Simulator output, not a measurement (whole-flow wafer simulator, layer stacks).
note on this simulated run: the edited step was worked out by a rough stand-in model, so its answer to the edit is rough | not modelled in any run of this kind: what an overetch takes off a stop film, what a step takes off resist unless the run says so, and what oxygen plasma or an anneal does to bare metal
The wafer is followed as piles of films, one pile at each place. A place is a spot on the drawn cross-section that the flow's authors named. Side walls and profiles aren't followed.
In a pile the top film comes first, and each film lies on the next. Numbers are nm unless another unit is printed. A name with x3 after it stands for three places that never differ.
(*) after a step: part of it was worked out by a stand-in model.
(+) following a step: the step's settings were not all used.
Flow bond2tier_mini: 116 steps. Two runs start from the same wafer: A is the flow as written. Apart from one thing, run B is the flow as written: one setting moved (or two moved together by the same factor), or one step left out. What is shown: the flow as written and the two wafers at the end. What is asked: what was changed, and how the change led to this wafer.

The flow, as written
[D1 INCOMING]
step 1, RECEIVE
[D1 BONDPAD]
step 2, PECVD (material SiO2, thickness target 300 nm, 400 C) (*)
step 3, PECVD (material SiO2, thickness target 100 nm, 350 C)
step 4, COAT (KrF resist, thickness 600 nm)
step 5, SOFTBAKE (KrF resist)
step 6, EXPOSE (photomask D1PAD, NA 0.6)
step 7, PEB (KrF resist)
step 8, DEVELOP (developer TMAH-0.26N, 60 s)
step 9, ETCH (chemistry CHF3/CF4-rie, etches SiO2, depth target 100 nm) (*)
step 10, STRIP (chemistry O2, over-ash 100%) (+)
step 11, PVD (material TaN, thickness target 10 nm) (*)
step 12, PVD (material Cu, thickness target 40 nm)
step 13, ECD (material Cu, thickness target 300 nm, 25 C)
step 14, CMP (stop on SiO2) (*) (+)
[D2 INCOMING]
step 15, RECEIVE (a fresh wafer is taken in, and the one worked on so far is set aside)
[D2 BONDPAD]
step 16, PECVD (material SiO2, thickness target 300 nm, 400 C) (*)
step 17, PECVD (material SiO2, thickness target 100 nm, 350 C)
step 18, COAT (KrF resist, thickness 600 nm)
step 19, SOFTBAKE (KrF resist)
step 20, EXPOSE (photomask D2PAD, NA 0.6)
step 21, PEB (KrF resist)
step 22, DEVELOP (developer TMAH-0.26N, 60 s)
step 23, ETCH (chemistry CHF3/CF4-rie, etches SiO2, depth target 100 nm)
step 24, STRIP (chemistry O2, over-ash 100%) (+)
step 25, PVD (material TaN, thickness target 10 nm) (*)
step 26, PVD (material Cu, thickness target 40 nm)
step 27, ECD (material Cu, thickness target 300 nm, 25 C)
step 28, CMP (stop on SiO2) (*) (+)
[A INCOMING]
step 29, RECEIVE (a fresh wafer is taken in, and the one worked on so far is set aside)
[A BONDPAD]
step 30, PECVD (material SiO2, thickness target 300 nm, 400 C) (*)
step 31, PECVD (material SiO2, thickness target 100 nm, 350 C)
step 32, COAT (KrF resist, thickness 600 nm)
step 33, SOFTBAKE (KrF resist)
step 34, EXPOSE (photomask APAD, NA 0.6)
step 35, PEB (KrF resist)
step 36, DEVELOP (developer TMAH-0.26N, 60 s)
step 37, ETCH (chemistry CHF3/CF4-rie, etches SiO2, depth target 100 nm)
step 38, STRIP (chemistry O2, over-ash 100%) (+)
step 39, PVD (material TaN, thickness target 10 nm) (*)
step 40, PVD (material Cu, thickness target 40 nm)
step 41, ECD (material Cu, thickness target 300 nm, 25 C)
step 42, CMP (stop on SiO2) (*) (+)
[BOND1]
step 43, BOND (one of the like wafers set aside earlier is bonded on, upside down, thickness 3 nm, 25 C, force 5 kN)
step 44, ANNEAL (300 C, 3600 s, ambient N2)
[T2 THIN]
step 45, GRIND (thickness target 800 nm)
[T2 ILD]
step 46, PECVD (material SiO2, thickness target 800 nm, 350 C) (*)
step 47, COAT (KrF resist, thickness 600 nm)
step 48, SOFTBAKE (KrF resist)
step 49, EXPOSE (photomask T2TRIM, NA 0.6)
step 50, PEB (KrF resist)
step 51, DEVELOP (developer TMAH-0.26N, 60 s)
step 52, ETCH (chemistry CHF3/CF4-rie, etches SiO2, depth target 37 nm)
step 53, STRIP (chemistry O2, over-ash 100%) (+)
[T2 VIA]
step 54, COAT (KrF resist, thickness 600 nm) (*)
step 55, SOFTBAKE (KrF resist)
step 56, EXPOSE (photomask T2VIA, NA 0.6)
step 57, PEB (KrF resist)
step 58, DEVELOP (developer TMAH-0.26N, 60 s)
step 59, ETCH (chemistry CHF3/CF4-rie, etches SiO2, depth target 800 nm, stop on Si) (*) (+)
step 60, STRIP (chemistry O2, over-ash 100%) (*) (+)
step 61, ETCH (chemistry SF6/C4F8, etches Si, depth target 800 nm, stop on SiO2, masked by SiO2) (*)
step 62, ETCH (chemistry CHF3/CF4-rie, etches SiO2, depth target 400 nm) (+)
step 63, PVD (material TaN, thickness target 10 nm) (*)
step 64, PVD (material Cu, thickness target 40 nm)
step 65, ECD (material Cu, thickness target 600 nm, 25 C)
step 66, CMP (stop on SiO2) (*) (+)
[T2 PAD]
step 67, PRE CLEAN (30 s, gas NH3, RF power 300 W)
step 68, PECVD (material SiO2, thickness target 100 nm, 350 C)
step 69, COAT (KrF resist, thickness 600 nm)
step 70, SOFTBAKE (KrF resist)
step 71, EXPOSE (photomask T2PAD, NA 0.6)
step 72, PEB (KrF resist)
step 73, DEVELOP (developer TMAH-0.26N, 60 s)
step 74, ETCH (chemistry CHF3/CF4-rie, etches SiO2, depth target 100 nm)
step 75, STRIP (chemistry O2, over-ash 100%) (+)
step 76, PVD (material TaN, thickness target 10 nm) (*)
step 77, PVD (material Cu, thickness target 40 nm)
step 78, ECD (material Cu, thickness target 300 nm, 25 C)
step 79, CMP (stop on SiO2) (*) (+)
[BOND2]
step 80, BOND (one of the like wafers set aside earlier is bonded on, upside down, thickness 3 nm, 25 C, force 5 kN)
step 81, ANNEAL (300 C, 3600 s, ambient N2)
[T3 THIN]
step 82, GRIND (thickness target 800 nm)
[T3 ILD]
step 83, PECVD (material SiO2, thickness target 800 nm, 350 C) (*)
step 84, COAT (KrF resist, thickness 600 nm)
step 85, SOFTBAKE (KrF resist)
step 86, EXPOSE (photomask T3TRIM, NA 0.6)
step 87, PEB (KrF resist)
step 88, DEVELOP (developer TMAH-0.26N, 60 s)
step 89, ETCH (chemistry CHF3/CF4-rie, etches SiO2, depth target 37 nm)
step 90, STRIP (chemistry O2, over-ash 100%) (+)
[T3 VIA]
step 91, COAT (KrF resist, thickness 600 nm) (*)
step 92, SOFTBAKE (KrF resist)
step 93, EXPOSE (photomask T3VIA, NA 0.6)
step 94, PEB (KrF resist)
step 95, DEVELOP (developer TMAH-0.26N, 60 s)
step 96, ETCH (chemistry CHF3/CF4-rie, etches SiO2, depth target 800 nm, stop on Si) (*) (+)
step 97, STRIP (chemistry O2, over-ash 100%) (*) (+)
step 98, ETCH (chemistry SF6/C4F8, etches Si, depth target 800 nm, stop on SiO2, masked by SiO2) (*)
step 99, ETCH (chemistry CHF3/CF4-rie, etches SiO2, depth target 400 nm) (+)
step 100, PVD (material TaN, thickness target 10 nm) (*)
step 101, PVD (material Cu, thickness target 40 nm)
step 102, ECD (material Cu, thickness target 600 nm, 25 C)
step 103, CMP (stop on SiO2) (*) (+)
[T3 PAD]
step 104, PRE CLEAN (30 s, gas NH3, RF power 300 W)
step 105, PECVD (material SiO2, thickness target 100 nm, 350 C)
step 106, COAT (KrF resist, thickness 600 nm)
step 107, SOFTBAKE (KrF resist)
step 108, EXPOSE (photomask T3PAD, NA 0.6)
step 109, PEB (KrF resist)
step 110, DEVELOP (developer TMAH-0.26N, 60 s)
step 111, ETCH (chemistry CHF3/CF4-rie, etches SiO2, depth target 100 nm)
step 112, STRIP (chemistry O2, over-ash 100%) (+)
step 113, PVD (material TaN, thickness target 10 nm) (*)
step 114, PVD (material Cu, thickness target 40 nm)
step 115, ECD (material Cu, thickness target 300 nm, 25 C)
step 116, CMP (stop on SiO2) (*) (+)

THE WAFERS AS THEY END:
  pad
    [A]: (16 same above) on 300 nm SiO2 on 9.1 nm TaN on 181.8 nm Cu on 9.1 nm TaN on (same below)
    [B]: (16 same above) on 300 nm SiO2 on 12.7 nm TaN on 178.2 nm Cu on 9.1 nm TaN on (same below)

What caused this: step 11, PVD: thickness target 14 nm was run, while the flow as written has thickness target 10 nm.

The path from the change to this, step by step:
  step 11, PVD (material TaN, thickness target 10 nm) (*)
      field: A +10 TaN (new film) | B +14 TaN (new film)
      pad: A +9.1 TaN (new film) | B +12.7 TaN (new film)
      (as well as at 1 more place)
  step 14, CMP (stop on SiO2) (*) (+)
      field: A -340 Cu (all of it), -10 TaN (all of it) | B -340 Cu (all of it), -14 TaN (all of it)
  step 43, BOND (one of the like wafers set aside earlier is bonded on, upside down, thickness 3 nm, 25 C, force 5 kN)
      pad: A +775 um Si (new film), +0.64 chemical SiO2 (new film), +300 SiO2 (new film), +9.1 TaN (new film), +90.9 Cu | B +775 um Si (new film), +0.64 chemical SiO2 (new film), +300 SiO2 (new film), +12.7 TaN (new film), +87.3 Cu
      via: A +775 um Si (new film), +0.64 chemical SiO2 (new film), +300 SiO2 (new film), +9.97 TaN (new film), +90 Cu | B +775 um Si (new film), +0.64 chemical SiO2 (new film), +300 SiO2 (new film), +14 TaN (new film), +86 Cu
